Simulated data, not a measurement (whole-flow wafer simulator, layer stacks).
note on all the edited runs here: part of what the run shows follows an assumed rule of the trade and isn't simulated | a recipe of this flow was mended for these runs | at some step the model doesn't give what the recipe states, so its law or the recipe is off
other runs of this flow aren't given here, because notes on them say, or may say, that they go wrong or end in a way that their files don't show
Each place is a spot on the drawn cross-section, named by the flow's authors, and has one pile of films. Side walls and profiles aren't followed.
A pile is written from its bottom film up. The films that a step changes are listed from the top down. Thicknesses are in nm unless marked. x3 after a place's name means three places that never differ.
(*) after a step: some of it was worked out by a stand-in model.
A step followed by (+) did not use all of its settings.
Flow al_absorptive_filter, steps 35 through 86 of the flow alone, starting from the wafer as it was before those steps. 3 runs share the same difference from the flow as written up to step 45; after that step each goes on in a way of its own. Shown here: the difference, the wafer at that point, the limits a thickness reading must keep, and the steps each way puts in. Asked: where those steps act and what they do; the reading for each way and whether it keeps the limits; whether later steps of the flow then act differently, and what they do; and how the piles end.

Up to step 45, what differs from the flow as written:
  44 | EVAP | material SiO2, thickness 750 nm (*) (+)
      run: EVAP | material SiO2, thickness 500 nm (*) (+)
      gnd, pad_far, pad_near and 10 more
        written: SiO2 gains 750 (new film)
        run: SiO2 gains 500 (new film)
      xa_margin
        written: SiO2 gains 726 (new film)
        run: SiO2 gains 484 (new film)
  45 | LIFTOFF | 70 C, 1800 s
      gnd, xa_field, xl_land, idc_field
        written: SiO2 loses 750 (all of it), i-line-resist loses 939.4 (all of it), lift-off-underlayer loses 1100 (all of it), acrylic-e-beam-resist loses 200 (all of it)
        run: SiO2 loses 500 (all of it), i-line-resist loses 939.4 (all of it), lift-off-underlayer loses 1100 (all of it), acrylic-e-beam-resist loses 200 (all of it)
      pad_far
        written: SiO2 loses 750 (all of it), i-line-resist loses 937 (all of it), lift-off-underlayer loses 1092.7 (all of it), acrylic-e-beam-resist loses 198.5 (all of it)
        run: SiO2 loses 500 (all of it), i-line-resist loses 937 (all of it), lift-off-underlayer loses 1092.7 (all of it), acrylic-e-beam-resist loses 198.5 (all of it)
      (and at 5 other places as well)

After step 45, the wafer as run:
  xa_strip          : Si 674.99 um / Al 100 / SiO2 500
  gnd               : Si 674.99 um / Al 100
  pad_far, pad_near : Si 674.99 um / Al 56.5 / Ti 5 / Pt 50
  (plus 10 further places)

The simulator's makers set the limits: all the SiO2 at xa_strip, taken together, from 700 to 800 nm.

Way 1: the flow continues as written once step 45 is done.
  The reading taken after step 45 is 500 nm, which is outside the limits.
  Steps later in the flow that act otherwise than as written:
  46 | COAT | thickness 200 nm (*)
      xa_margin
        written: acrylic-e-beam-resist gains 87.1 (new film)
        way: acrylic-e-beam-resist gains 99.2 (new film)
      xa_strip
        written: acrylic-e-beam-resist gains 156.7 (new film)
        way: acrylic-e-beam-resist gains 175 (new film)
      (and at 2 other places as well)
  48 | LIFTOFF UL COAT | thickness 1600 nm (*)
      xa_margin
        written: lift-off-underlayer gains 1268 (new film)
        way: lift-off-underlayer gains 1393.1 (new film)
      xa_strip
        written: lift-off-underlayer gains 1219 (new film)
        way: lift-off-underlayer gains 1329.3 (new film)
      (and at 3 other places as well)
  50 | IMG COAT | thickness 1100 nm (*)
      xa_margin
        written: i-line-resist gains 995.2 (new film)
        way: i-line-resist gains 1036.5 (new film)
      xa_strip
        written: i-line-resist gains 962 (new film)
        way: i-line-resist gains 1015.4 (new film)
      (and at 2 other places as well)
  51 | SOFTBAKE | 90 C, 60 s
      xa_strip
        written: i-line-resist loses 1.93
        way: i-line-resist loses 1.21
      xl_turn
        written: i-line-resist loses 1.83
        way: i-line-resist loses 1.11
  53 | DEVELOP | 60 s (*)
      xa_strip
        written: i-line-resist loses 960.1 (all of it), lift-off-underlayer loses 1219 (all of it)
        way: i-line-resist loses 1014.2 (all of it), lift-off-underlayer loses 1329.3 (all of it)
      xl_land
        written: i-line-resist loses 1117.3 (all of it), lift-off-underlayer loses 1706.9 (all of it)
        way: i-line-resist loses 1110.2 (all of it), lift-off-underlayer loses 1666 (all of it)
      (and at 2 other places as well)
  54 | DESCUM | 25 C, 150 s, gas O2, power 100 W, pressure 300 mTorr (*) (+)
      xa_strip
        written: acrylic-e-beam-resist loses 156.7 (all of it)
        way: acrylic-e-beam-resist loses 175 (all of it)
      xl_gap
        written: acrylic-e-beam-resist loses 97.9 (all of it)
        way: acrylic-e-beam-resist loses 124.2 (all of it)
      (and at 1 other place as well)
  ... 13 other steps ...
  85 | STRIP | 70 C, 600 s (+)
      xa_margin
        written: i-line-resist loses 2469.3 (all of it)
        way: i-line-resist loses 2668.7 (all of it)
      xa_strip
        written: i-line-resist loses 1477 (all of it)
        way: i-line-resist loses 1681.9 (all of it)
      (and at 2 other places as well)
  The piles end different from the flow's at xa_margin, xa_strip, xl_gap, xl_turn by more than 2% or 0.5 nm, whichever is larger.
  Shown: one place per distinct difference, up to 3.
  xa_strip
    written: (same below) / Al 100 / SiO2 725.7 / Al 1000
    way: (same below) / Al 100 / SiO2 475.7 / Al 1000
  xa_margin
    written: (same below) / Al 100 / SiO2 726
    way: (same below) / Al 100 / SiO2 484
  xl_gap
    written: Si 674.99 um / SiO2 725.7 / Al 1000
    way: Si 674.99 um / SiO2 475.7 / Al 1000

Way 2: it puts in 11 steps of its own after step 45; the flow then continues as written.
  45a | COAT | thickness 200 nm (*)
      gnd, xl_land, idc_field
        acrylic-e-beam-resist gains 200 (new film)
      pad_far
        acrylic-e-beam-resist gains 198.5 (new film)
      pad_near
        acrylic-e-beam-resist gains 193.6 (new film)
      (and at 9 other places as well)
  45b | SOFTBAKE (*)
      alters no film at any place that is followed
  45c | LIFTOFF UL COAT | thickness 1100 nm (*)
      gnd, xl_land, idc_field
        lift-off-underlayer gains 1100 (new film)
      pad_far
        lift-off-underlayer gains 1092.7 (new film)
      pad_near
        lift-off-underlayer gains 1088 (new film)
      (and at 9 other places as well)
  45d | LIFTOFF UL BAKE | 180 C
      alters no film at any place that is followed
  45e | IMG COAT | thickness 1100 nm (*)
      gnd, xl_land, idc_field
        i-line-resist gains 1100 (new film)
      idc_line, idc_space
        i-line-resist gains 1099.7 (new film)
      pad_far
        i-line-resist gains 1097.7 (new film)
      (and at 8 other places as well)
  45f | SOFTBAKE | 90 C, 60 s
      pad_far
        i-line-resist loses 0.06
      ledge
        i-line-resist gains 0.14
      res
        i-line-resist gains 0.23
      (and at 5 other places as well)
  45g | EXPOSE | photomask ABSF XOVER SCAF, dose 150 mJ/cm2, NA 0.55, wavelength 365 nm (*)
      alters no film at any place that is followed
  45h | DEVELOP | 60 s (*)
      gnd, pad_far, pad_near and 7 more
        i-line-resist loses 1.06
      xa_margin
        i-line-resist loses 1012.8 (all of it), lift-off-underlayer loses 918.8 (all of it)
      xa_strip
        i-line-resist loses 975.6 (all of it), lift-off-underlayer loses 873.2 (all of it)
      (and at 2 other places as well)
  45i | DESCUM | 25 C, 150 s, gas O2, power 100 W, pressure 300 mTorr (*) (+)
      gnd, pad_far, pad_near and 7 more
        i-line-resist loses 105
      xa_margin
        acrylic-e-beam-resist loses 99.2 (all of it)
      xa_strip
        acrylic-e-beam-resist loses 175 (all of it)
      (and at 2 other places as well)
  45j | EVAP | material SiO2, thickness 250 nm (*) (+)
      gnd, pad_far, pad_near and 7 more
        SiO2 gains 250 (new film)
      xa_strip, xl_gap, xl_turn
        SiO2 gains 250
      xa_margin
        SiO2 gains 243.3
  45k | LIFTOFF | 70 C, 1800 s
      gnd, xl_land, idc_field
        SiO2 loses 250 (all of it), i-line-resist loses 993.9 (all of it), lift-off-underlayer loses 1100 (all of it), acrylic-e-beam-resist loses 200 (all of it)
      pad_far
        SiO2 loses 250 (all of it), i-line-resist loses 991.6 (all of it), lift-off-underlayer loses 1092.7 (all of it), acrylic-e-beam-resist loses 198.5 (all of it)
      pad_near
        SiO2 loses 250 (all of it), i-line-resist loses 998.7 (all of it), lift-off-underlayer loses 1088 (all of it), acrylic-e-beam-resist loses 193.6 (all of it)
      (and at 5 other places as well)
  The reading taken after step 45k is 750 nm, which is within the limits.
  Steps later in the flow that act otherwise than as written (not shown: 11 more steps that differ only slightly, by at most 2% or 0.5 nm, whichever is larger):
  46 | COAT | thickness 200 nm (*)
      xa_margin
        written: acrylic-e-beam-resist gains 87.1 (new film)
        way: acrylic-e-beam-resist gains 81.3 (new film)
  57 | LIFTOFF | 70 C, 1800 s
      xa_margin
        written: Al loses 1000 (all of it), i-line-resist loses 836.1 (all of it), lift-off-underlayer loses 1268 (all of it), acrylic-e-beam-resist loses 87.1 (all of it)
        way: Al loses 1000 (all of it), i-line-resist loses 836.6 (all of it), lift-off-underlayer loses 1271.5 (all of it), acrylic-e-beam-resist loses 81.3 (all of it)
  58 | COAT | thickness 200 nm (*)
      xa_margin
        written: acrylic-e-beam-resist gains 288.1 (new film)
        way: acrylic-e-beam-resist gains 310.7 (new film)
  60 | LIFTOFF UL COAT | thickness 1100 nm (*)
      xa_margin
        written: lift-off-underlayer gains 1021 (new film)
        way: lift-off-underlayer gains 1000.3 (new film)
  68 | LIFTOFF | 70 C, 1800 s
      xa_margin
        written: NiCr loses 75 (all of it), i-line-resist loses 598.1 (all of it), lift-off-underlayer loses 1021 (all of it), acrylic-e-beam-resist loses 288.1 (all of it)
        way: NiCr loses 75 (all of it), i-line-resist loses 597.2 (all of it), lift-off-underlayer loses 1000.3 (all of it), acrylic-e-beam-resist loses 310.7 (all of it)
  The piles end only slightly different from the flow's at the places that both follow, by no more than 2% or 0.5 nm, whichever is larger.

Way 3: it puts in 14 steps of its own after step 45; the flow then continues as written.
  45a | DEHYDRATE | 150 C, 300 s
      alters no film at any place that is followed
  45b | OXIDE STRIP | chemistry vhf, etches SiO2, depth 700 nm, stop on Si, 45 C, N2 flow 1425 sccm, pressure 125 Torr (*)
      xa_strip, xl_gap, xl_turn
        SiO2 loses 500 (all of it)
      xa_margin
        SiO2 loses 484 (all of it)
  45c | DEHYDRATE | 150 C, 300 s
      alters no film at any place that is followed
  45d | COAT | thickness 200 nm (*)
      gnd, xa_field, xa_margin, xa_strip, xl_land, idc_field
        acrylic-e-beam-resist gains 200 (new film)
      pad_far
        acrylic-e-beam-resist gains 198.5 (new film)
      pad_near
        acrylic-e-beam-resist gains 193.6 (new film)
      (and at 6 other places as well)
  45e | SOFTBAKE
      alters no film at any place that is followed
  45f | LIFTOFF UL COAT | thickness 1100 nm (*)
      gnd, xa_field, xa_margin, xa_strip, xl_land, idc_field
        lift-off-underlayer gains 1100 (new film)
      pad_far
        lift-off-underlayer gains 1092.7 (new film)
      pad_near
        lift-off-underlayer gains 1088 (new film)
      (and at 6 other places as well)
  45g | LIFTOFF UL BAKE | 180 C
      alters no film at any place that is followed
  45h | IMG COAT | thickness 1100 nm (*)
      gnd, xa_field, xa_margin, xa_strip, xl_land, idc_field
        i-line-resist gains 1100 (new film)
      idc_line, idc_space
        i-line-resist gains 1099.7 (new film)
      pad_far
        i-line-resist gains 1097.7 (new film)
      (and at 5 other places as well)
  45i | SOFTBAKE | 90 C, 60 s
      pad_far
        i-line-resist loses 0.06
      ledge
        i-line-resist gains 0.14
      res
        i-line-resist gains 0.23
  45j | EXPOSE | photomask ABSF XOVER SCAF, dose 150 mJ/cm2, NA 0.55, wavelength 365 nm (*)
      alters no film at any place that is followed
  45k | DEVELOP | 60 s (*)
      gnd, pad_far, pad_near and 7 more
        i-line-resist loses 1.06
      xa_margin, xa_strip
        i-line-resist loses 1100 (all of it), lift-off-underlayer loses 1100 (all of it)
      xl_gap
        i-line-resist loses 1103 (all of it), lift-off-underlayer loses 1122.2 (all of it)
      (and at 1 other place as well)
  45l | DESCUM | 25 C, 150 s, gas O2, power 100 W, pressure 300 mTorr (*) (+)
      gnd, pad_far, pad_near and 7 more
        i-line-resist loses 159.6
      xa_margin, xa_strip
        acrylic-e-beam-resist loses 200 (all of it)
      xl_gap
        acrylic-e-beam-resist loses 265.9 (all of it)
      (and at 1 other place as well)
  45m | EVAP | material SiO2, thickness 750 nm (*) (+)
      gnd, pad_far, pad_near and 10 more
        SiO2 gains 750 (new film)
      xa_margin
        SiO2 gains 726 (new film)
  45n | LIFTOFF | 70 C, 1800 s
      gnd, xa_field, xl_land, idc_field
        SiO2 loses 750 (all of it), i-line-resist loses 939.4 (all of it), lift-off-underlayer loses 1100 (all of it), acrylic-e-beam-resist loses 200 (all of it)
      pad_far
        SiO2 loses 750 (all of it), i-line-resist loses 937 (all of it), lift-off-underlayer loses 1092.7 (all of it), acrylic-e-beam-resist loses 198.5 (all of it)
      pad_near
        SiO2 loses 750 (all of it), i-line-resist loses 944.1 (all of it), lift-off-underlayer loses 1088 (all of it), acrylic-e-beam-resist loses 193.6 (all of it)
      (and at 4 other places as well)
  The reading taken after step 45n is 750 nm, which is within the limits.
  Every later step of the flow that is run acts as written at every place that is followed.
  By the end, the piles equal the flow's at every place that both follow.

Keeping within the limits: way 2, way 3. Outside them: way 1.
